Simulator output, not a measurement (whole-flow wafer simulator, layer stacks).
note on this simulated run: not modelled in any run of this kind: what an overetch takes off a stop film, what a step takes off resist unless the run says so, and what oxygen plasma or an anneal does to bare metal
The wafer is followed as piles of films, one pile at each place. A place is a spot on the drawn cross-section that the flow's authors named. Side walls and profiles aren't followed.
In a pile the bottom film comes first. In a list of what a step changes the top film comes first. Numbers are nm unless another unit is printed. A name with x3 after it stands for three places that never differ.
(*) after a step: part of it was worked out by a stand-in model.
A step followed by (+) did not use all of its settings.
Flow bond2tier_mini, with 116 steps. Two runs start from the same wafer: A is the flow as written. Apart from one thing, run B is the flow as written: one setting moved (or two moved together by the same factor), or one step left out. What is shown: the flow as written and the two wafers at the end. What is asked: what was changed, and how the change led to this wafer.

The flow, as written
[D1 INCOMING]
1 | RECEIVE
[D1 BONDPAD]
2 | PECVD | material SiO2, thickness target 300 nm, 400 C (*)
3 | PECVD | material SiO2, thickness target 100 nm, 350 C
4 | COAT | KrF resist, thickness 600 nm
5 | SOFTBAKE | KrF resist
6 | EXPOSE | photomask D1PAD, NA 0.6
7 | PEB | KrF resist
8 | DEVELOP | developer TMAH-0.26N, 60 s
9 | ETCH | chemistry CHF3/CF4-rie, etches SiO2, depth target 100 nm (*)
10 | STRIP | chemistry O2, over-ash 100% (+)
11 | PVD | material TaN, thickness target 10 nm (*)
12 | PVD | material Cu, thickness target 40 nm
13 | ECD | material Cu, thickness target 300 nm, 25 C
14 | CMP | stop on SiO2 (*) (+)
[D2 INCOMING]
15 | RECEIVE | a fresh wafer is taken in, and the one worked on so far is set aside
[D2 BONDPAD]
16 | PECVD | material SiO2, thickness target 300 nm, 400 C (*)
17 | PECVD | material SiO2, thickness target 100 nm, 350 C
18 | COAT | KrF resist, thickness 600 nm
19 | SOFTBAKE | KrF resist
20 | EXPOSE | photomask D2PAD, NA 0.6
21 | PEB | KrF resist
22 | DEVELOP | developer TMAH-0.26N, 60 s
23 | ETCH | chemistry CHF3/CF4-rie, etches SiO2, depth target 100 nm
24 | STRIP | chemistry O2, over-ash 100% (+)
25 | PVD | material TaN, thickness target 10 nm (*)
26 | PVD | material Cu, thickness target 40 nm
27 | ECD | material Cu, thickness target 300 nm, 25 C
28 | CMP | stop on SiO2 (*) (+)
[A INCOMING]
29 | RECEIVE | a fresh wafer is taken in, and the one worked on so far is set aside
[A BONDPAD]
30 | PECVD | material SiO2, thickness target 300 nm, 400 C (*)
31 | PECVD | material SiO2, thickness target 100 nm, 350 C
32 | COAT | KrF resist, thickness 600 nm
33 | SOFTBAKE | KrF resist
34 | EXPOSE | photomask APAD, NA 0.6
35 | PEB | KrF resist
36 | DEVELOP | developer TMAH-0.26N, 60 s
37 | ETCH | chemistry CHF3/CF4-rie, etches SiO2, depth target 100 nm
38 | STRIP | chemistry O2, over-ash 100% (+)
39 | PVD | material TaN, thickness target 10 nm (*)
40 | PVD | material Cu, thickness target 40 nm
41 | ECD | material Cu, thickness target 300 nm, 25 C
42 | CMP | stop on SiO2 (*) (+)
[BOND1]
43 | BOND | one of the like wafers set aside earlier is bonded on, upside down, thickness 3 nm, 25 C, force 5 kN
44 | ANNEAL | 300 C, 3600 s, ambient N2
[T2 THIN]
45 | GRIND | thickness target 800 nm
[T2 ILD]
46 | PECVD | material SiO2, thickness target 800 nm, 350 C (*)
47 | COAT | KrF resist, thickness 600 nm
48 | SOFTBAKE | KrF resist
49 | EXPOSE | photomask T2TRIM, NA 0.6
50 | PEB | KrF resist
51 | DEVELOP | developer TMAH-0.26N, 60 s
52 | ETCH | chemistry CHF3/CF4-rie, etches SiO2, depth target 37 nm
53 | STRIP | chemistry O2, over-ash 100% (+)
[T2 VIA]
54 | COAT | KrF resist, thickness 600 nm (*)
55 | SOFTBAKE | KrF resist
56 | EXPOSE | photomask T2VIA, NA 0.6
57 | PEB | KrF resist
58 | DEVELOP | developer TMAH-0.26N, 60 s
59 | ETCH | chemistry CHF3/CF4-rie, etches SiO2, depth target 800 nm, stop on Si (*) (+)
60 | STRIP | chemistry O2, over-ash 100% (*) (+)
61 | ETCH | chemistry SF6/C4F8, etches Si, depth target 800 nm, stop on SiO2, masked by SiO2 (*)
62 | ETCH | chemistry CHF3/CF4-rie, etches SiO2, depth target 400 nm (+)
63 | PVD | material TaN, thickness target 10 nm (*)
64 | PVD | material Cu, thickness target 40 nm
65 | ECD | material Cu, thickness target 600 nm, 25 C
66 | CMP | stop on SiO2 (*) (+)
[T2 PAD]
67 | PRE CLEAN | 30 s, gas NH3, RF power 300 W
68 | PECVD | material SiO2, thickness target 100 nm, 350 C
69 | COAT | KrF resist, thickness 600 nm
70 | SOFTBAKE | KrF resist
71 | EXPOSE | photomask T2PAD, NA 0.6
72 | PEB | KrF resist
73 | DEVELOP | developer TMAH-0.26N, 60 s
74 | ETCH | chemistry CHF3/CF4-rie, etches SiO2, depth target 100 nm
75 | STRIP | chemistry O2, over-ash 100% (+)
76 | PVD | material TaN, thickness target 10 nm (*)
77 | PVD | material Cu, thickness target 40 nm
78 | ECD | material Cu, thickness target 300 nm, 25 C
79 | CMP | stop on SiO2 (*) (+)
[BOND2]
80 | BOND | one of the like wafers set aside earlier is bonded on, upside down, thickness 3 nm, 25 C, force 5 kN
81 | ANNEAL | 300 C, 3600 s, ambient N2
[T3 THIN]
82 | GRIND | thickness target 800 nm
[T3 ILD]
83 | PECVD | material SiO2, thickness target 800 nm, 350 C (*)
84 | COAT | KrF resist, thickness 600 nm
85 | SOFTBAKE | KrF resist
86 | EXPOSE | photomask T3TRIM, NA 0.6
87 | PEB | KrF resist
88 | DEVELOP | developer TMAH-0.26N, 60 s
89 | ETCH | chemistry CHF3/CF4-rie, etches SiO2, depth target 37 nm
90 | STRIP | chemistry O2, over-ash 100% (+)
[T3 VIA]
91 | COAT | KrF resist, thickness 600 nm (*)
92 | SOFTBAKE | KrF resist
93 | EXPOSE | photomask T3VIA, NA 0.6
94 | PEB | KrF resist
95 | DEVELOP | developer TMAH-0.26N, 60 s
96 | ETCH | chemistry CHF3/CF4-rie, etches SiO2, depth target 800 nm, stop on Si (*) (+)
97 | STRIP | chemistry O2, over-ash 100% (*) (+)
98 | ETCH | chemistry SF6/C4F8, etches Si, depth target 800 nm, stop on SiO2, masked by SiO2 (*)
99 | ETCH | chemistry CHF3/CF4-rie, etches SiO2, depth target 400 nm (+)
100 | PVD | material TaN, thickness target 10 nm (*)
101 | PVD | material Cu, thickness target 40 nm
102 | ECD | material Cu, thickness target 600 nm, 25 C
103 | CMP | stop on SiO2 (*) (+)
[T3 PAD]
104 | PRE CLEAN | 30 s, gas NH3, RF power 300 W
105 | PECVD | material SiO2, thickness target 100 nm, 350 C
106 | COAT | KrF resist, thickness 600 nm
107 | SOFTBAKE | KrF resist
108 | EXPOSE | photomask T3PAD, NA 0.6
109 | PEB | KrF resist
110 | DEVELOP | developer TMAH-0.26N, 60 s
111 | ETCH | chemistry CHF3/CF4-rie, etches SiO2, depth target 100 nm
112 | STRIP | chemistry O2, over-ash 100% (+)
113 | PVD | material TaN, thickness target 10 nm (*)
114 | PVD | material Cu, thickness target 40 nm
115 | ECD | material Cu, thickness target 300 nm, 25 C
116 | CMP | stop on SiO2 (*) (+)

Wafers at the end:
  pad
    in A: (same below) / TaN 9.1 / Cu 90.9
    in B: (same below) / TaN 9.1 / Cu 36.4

What caused this: step 115, ECD: material Cu, thickness target 300 nm, 25 C, was omitted.

Step by step, how the change led to this:
  116 | CMP | stop on SiO2 (*) (+)
      pad: A -350 Cu | B nothing
      field: A -340 Cu (all of it), -10 TaN (all of it) | B -40 Cu (all of it), -10 TaN (all of it)
